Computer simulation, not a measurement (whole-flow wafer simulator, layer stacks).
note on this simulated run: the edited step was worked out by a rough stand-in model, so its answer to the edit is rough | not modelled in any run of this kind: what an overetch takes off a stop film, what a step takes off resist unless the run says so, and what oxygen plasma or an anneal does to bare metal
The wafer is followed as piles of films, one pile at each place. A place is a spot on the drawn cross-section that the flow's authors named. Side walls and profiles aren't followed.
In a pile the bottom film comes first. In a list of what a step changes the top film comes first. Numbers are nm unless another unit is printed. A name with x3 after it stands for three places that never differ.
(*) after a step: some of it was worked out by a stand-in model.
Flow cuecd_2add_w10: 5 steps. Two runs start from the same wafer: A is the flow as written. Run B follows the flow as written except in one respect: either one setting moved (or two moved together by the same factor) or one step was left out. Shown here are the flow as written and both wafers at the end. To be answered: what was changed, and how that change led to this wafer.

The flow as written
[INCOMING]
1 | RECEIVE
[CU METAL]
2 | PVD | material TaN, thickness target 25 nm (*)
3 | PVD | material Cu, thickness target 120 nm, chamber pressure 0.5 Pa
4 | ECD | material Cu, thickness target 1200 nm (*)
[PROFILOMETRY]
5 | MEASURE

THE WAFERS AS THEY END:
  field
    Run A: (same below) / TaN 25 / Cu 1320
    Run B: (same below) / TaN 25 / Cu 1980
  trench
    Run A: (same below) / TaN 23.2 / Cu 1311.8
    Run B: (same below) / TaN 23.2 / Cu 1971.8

Cause: step 4, ECD: thickness target 1860 nm was run, while the flow as written has thickness target 1200 nm.

How this came from the change, step by step:
  4 | ECD | material Cu, thickness target 1200 nm (*)
      field, trench: A Cu gains 1200 | B Cu gains 1860
